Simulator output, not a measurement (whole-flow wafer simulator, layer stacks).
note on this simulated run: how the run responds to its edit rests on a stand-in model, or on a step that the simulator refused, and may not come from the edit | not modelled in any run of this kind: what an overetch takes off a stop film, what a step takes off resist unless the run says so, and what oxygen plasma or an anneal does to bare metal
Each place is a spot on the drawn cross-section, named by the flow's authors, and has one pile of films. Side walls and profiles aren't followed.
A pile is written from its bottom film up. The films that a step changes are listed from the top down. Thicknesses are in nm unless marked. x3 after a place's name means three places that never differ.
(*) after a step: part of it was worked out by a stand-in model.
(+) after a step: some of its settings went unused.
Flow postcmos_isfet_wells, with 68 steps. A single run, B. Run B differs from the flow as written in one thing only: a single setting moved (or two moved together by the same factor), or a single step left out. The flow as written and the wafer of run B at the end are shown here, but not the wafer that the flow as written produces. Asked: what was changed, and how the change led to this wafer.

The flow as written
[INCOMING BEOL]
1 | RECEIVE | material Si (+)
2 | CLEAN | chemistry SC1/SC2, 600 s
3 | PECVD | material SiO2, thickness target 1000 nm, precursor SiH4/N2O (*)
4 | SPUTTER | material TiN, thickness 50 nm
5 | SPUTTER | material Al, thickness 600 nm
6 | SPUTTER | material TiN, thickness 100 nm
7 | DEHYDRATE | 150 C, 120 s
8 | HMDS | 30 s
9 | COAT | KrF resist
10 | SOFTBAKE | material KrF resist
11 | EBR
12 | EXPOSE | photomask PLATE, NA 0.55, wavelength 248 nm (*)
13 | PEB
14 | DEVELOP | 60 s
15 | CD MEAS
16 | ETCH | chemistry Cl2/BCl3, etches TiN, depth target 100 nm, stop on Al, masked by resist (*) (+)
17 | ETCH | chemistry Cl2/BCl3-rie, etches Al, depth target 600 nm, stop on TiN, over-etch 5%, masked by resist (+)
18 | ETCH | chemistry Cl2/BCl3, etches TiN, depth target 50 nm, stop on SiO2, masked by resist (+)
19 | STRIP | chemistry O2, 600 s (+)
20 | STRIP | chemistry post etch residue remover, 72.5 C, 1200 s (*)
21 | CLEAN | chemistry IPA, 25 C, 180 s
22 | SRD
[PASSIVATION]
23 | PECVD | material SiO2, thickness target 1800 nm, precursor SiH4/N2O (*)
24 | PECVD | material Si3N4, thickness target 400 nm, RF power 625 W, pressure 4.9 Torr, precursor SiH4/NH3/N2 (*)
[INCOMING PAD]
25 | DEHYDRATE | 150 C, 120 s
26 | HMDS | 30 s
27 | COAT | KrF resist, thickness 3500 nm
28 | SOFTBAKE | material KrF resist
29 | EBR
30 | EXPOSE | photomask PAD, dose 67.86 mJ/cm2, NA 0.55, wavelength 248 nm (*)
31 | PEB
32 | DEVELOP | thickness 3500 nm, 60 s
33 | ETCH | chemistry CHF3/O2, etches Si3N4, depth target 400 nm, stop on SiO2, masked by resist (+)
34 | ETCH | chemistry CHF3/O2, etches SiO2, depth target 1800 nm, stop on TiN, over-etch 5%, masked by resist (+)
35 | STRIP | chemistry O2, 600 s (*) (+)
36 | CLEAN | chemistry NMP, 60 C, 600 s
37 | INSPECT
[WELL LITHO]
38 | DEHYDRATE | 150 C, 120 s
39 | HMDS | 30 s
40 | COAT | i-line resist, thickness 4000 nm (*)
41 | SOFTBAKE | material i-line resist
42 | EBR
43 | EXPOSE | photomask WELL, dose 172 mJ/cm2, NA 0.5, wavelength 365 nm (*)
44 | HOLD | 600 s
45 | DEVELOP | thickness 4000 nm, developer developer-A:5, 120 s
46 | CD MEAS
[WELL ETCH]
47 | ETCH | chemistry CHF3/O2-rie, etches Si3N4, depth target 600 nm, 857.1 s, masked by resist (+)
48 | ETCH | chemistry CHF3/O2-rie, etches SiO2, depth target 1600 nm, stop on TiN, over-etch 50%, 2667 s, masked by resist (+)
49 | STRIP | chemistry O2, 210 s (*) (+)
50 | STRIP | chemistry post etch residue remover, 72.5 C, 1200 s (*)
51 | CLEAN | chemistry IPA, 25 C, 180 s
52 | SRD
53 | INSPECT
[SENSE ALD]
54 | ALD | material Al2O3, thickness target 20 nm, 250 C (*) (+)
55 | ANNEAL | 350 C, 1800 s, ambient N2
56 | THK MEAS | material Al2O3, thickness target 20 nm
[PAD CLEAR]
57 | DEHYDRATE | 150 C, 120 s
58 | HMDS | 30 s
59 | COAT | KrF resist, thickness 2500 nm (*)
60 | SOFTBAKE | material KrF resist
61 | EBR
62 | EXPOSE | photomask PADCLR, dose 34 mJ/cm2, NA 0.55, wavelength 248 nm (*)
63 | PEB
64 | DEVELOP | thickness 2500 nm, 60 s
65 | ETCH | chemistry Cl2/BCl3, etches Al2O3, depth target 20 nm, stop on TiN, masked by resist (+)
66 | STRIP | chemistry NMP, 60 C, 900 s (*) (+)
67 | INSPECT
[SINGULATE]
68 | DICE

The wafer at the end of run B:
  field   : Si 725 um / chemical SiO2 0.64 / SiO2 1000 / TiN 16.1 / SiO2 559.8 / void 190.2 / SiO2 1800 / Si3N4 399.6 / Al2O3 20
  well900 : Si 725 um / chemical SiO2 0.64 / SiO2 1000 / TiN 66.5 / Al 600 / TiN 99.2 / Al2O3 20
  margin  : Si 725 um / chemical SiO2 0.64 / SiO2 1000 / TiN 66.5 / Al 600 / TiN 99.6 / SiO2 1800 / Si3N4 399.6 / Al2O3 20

The reason: step 4, SPUTTER: thickness 66.5 nm was run, while the flow as written has thickness 50 nm.
The wafer itself shows it: well900 has TiN 66.5, and step 4 as written asks for 50 nm.

Step by step, how the change led to this:
  4 | SPUTTER | material TiN, thickness 50 nm
      field, margin, well900, well1300 x3, pad_rim, pad_clr, pad_open: TiN gains 66.5 (new film) (as written it would have been: TiN gains 50 (new film))
  18 | ETCH | chemistry Cl2/BCl3, etches TiN, depth target 50 nm, stop on SiO2, masked by resist (+)
      field: TiN loses 50 (as written it would have been: TiN loses 50 (all of it))
  23 | PECVD | material SiO2, thickness target 1800 nm, precursor SiH4/N2O (*)
      field: SiO2 gains 1800 (new film), void gains 190.2 (new film), SiO2 gains 559.8 (new film) (as written it would have been: SiO2 gains 1800 (new film), void gains 189.9 (new film), SiO2 gains 559.7)
With metal films that touch counted as one body, field has 1 body; the flow as written gives 0 bodies.
